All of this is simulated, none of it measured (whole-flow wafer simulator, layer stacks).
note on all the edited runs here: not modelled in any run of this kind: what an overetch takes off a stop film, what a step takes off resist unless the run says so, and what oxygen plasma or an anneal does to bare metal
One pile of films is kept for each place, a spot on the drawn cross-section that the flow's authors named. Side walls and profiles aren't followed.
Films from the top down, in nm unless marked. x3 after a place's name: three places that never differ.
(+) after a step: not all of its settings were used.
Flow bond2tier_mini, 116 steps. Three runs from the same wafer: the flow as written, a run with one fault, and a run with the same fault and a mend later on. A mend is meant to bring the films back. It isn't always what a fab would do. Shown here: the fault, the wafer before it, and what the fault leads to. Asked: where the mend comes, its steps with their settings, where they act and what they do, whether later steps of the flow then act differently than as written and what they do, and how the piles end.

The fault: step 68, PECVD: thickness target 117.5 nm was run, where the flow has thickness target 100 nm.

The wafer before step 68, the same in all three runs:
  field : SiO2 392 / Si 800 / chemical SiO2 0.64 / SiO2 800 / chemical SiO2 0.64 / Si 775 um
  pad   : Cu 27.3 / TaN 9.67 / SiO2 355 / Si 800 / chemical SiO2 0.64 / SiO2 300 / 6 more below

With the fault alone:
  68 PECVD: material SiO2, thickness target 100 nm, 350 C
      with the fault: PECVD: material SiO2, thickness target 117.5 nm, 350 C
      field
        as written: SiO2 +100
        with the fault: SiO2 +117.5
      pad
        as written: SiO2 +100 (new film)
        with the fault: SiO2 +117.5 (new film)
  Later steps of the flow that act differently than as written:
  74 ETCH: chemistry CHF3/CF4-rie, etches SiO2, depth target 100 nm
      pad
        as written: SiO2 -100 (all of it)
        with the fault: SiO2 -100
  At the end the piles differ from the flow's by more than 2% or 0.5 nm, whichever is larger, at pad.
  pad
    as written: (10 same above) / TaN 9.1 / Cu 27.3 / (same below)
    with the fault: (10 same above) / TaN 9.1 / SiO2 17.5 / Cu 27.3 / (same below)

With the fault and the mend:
  The mend comes after step 73.
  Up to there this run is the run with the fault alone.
  73a STRIP: chemistry O2, over-ash 100% (+)
      field
        KrF resist -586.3 (all of it)
  73b ETCH: chemistry CHF3/CF4-rie, etches SiO2, depth target 17.5 nm (the flow's step 62 once more, with other settings)
      field, pad
        SiO2 -17.5
  73c COAT: KrF resist, thickness 600 nm (the flow's step 69 once more)
      field, pad
        KrF resist +600 (new film)
  73d SOFTBAKE: KrF resist (the flow's step 70 once more)
      changes no film at any place that is followed
  73e EXPOSE: photomask T2PAD, NA 0.6 (the flow's step 71 once more)
      changes no film at any place that is followed
  73f PEB: KrF resist (the flow's step 72 once more)
      changes no film at any place that is followed
  73g DEVELOP: developer TMAH-0.26N, 60 s (the flow's step 73 once more)
      field
        KrF resist -13.7
      pad
        KrF resist -600 (all of it)
  No later step of the flow acts differently than as written at any place that is followed.
  At the end the piles are the same as the flow's at every place that both follow.
